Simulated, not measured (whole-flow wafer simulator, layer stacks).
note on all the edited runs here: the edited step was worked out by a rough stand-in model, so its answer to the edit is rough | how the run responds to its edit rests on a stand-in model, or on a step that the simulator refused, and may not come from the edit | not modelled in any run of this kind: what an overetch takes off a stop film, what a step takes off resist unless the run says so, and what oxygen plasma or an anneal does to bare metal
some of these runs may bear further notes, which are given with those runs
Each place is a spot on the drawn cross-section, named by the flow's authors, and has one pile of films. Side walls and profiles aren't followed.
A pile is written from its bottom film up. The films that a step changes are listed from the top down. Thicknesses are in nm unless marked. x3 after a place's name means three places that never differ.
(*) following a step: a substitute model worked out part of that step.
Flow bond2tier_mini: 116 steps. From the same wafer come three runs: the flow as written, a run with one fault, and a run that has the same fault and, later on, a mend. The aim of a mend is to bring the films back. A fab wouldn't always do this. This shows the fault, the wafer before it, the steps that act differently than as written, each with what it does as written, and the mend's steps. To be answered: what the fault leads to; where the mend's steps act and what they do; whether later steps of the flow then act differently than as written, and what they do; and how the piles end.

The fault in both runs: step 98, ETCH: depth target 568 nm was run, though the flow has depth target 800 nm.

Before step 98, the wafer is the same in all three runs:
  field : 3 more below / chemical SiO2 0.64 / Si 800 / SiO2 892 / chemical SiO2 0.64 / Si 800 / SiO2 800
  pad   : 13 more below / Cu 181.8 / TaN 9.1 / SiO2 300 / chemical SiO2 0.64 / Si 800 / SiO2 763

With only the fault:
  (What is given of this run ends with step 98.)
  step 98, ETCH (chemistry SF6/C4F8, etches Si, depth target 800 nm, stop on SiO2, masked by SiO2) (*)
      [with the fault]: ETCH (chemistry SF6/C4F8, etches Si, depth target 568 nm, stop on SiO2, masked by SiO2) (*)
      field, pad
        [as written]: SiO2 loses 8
        [with the fault]: SiO2 loses 5.68
  Once step 98 is done, the piles differ only a little from the flow's at the places that both follow, at most by 2% or 0.5 nm, whichever is larger.

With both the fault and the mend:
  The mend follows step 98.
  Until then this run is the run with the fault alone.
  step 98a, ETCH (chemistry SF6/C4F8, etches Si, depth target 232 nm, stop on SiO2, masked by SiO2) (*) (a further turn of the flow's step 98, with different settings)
      field, pad
        SiO2 loses 2.32
  Later steps of the flow that are run all act as written at every place that is followed.
  By the end, the piles equal the flow's at every place that both follow.
